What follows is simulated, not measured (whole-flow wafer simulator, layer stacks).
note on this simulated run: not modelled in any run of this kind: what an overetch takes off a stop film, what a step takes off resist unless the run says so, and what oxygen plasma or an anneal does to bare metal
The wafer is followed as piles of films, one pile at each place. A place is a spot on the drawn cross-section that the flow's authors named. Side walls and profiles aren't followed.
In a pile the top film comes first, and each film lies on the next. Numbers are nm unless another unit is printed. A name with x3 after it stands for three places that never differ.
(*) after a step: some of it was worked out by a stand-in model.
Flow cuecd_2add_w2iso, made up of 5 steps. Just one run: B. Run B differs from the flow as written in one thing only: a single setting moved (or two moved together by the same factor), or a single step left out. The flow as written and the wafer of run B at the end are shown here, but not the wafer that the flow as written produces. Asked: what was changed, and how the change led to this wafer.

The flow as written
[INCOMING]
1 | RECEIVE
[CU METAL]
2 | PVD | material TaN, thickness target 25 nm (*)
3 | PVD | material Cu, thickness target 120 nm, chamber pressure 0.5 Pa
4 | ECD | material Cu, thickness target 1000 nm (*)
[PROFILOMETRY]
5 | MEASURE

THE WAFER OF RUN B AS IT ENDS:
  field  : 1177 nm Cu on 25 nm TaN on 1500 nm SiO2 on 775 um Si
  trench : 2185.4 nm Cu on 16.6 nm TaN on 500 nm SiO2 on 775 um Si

What caused this: step 3, PVD: thickness target 177 nm was run, whereas the flow has thickness target 120 nm.

How this came from the change, step by step:
  3 | PVD | material Cu, thickness target 120 nm, chamber pressure 0.5 Pa
      field: +177 Cu (new film) (in the flow as written it would be: +120 Cu (new film))
      trench: +118.8 Cu (new film) (in the flow as written it would be: +80.8 Cu (new film))
